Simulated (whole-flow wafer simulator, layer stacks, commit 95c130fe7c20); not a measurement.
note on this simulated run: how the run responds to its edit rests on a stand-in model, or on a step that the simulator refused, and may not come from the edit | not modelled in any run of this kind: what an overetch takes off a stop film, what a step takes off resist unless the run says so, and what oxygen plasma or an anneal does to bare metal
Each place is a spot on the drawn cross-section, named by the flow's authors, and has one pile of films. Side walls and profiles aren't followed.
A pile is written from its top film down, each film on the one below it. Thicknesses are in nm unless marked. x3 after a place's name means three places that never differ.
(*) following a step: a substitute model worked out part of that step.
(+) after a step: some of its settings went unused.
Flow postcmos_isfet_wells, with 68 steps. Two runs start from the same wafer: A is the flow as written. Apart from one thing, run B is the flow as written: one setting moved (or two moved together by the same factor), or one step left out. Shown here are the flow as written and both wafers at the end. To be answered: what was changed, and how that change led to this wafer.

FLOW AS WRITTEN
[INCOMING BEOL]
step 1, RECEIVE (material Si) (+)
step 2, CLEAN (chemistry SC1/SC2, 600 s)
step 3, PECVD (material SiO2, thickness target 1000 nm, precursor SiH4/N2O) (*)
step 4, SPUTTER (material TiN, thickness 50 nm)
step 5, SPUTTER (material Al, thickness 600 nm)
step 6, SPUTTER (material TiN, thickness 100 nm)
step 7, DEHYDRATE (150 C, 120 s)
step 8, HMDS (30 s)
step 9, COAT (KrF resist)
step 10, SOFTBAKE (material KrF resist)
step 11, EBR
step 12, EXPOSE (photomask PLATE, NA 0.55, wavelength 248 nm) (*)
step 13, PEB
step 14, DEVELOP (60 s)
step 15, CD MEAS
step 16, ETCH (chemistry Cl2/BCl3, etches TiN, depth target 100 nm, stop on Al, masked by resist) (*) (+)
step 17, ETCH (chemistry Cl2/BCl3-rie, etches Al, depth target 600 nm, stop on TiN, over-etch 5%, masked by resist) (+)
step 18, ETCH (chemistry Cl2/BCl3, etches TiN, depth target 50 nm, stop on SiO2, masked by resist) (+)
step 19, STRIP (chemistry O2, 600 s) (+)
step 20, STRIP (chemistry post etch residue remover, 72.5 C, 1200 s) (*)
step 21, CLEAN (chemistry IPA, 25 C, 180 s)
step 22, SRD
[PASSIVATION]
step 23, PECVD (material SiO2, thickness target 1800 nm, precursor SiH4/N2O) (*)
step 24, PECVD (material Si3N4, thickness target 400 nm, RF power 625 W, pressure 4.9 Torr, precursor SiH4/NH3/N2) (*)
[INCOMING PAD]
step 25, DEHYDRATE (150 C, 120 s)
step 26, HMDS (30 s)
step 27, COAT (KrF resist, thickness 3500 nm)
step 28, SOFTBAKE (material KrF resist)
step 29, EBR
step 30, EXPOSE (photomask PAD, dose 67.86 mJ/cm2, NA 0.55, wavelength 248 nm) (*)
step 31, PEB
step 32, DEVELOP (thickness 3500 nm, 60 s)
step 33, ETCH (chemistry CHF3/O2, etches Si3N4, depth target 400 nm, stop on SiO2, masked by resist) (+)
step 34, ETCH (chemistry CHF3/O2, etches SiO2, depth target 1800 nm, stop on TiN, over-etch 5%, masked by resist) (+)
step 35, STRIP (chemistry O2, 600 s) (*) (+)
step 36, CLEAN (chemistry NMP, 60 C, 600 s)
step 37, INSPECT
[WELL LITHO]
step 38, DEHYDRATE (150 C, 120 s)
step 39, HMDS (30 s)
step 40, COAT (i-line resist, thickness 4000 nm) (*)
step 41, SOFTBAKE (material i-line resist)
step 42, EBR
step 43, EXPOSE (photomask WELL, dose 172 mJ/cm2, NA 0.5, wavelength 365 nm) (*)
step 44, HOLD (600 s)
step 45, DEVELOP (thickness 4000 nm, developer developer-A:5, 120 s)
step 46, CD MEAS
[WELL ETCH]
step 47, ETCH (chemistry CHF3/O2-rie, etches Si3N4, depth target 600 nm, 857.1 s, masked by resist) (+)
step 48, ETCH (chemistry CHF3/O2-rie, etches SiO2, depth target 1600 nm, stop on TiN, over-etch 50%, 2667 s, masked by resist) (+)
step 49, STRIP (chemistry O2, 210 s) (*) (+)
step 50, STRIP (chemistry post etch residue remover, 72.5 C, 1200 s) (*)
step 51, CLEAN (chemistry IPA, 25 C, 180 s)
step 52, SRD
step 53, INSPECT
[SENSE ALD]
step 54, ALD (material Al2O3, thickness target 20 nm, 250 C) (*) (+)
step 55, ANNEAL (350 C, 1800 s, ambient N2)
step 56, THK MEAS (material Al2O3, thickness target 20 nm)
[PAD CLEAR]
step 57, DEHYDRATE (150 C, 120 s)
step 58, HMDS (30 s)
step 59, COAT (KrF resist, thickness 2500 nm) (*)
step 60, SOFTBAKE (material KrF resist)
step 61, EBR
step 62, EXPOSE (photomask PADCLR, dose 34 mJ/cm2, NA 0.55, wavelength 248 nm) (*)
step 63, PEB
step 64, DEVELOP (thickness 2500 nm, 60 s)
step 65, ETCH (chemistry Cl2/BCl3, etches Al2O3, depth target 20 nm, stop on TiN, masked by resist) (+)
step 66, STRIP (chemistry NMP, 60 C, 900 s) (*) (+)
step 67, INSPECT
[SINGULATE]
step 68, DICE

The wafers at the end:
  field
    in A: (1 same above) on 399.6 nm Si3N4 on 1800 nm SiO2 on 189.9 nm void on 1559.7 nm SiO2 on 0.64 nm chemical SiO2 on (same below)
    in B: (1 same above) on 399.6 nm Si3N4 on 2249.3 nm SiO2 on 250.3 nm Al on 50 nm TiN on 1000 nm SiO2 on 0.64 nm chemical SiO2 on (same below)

What caused this: step 17, ETCH: depth target 294 nm was run, while the flow as written has depth target 600 nm.

The path from the change to this, step by step:
  step 17, ETCH (chemistry Cl2/BCl3-rie, etches Al, depth target 600 nm, stop on TiN, over-etch 5%, masked by resist) (+)
      field: A -600 Al (all of it) | B -294 Al
      margin, well900, well1300 x3, pad_rim, pad_clr, pad_open: A -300 KrF resist | B -147 KrF resist
  step 18, ETCH (chemistry Cl2/BCl3, etches TiN, depth target 50 nm, stop on SiO2, masked by resist) (+)
      field: A -50 TiN (all of it) | B -50 Al
  step 19, STRIP (chemistry O2, 600 s) (+)
      margin, well900, well1300 x3, pad_rim, pad_clr, pad_open: A -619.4 KrF resist (all of it) | B -772.4 KrF resist (all of it)
  step 20, STRIP (chemistry post etch residue remover, 72.5 C, 1200 s) (*)
      field: A nothing | B -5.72 Al
  step 23, PECVD (material SiO2, thickness target 1800 nm, precursor SiH4/N2O) (*)
      field: A +1800 SiO2 (new film), +189.9 void (new film), +559.7 SiO2 | B +2249.3 SiO2 (new film)
With metal films that touch counted as one body, field has 1 body; the flow as written gives 0 bodies.
